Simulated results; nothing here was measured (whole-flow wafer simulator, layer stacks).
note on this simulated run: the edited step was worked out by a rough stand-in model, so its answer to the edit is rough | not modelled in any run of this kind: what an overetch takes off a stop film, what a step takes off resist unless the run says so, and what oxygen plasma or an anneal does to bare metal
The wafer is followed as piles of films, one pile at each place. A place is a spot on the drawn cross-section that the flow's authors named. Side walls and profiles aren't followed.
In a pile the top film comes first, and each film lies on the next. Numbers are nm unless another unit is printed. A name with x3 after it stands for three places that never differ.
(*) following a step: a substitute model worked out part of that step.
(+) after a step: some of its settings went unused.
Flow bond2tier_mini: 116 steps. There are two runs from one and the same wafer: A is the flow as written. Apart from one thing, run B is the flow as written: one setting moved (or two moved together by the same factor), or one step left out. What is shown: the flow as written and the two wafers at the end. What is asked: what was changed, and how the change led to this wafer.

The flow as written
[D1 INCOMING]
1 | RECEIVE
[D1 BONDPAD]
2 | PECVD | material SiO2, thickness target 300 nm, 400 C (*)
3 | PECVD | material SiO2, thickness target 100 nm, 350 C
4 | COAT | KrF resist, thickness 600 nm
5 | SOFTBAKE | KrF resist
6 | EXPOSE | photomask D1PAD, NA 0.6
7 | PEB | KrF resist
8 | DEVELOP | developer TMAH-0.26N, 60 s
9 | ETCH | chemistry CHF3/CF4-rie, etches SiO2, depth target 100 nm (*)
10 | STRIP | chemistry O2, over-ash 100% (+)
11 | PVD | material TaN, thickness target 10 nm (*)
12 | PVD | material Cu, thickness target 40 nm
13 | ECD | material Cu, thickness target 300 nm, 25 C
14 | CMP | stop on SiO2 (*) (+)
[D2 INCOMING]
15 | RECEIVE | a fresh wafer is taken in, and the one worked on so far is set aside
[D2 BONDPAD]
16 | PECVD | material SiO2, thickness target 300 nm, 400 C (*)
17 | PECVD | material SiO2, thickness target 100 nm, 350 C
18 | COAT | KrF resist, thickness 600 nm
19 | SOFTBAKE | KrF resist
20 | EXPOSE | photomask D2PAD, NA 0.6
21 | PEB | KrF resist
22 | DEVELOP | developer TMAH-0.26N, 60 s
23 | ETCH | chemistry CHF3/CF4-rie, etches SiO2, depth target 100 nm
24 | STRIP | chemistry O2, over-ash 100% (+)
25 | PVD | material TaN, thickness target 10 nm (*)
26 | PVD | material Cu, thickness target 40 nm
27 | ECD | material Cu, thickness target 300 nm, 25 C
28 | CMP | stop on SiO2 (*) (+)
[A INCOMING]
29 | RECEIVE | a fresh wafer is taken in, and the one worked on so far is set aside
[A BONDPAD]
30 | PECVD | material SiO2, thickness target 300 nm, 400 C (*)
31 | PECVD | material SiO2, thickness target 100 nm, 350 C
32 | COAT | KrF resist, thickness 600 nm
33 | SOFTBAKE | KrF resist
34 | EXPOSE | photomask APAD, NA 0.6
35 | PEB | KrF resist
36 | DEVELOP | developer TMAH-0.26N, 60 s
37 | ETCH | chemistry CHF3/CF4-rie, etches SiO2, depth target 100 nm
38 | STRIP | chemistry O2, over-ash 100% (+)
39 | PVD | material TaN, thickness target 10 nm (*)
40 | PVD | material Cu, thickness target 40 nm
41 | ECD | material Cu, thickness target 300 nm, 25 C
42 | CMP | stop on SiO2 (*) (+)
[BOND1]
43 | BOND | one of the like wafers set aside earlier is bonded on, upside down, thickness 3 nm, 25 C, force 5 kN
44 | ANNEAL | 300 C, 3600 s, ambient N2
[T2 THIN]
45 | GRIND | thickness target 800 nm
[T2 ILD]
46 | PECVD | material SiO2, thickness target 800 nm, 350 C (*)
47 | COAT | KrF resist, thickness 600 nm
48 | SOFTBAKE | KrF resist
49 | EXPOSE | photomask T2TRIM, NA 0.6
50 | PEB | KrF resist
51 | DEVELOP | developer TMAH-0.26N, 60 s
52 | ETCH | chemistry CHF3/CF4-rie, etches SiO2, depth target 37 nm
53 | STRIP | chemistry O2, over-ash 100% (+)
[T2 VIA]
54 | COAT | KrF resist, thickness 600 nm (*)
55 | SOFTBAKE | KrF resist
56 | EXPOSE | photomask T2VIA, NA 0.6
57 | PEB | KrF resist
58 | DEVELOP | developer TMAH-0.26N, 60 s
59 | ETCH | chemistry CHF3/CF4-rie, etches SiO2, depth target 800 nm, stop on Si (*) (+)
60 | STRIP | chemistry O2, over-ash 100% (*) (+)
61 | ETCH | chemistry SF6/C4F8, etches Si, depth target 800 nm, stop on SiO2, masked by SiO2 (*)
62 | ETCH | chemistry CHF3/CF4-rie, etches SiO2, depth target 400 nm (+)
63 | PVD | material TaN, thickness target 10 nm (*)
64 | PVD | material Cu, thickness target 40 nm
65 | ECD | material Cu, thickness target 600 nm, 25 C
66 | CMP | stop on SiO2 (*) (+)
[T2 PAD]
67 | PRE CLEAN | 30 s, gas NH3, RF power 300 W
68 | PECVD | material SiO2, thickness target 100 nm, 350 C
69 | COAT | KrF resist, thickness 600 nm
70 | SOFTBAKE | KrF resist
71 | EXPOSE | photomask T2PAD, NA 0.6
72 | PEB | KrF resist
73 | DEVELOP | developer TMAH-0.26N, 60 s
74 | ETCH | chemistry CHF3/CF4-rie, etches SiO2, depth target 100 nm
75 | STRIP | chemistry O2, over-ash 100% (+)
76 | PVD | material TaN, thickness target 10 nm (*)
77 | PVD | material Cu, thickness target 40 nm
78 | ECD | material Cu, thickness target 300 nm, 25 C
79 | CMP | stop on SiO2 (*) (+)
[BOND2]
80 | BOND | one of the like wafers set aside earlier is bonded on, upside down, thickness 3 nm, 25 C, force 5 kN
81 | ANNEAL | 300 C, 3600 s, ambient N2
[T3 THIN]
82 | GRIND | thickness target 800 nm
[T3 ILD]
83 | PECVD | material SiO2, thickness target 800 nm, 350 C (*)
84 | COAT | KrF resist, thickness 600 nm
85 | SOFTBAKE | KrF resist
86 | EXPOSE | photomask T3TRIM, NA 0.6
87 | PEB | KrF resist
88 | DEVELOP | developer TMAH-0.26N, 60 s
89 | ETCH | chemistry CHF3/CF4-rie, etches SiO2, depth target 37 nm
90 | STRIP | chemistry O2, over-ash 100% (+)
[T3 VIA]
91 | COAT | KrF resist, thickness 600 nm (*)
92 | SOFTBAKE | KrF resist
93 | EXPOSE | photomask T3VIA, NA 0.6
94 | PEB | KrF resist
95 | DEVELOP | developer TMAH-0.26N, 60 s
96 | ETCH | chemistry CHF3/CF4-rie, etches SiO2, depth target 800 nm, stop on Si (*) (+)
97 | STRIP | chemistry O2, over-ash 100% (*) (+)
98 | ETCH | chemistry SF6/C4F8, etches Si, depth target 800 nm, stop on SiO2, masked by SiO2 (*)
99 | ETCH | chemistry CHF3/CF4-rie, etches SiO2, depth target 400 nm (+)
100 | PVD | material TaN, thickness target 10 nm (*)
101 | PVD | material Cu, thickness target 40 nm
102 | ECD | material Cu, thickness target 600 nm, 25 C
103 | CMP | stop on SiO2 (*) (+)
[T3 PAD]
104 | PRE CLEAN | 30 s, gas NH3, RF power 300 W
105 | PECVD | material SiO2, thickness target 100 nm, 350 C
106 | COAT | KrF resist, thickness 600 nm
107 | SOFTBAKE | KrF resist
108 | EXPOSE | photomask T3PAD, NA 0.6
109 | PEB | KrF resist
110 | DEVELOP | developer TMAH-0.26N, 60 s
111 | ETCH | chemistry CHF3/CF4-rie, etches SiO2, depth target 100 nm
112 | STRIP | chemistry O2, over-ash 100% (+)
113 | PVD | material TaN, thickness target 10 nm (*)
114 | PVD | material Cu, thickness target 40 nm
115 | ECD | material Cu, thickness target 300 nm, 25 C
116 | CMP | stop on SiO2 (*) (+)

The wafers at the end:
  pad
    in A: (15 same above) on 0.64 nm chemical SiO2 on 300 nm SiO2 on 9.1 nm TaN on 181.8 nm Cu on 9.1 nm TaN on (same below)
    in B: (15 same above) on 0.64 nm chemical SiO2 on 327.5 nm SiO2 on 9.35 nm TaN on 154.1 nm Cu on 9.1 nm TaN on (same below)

Cause: step 9, ETCH: depth target 72.5 nm was run, while the flow as written has depth target 100 nm.

How this came from the change, step by step:
  9 | ETCH | chemistry CHF3/CF4-rie, etches SiO2, depth target 100 nm (*)
      pad, via: A -100 SiO2 | B -72.5 SiO2
      field: A -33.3 KrF resist | B -24.2 KrF resist
  12 | PVD | material Cu, thickness target 40 nm
      pad: A +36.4 Cu (new film) | B +37.4 Cu (new film)
  13 | ECD | material Cu, thickness target 300 nm, 25 C
      pad: A +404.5 Cu | B +375.8 Cu
      via: A +400.2 Cu | B +372.6 Cu
  43 | BOND | one of the like wafers set aside earlier is bonded on, upside down, thickness 3 nm, 25 C, force 5 kN
      pad: A +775 um Si (new film), +0.64 chemical SiO2 (new film), +300 SiO2 (new film), +9.1 TaN (new film), +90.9 Cu | B +775 um Si (new film), +0.64 chemical SiO2 (new film), +327.5 SiO2 (new film), +9.35 TaN (new film), +63.2 Cu
      via: A +775 um Si (new film), +0.64 chemical SiO2 (new film), +300 SiO2 (new film), +9.97 TaN (new film), +90 Cu | B +775 um Si (new film), +0.64 chemical SiO2 (new film), +327.5 SiO2 (new film), +9.99 TaN (new film), +62.5 Cu
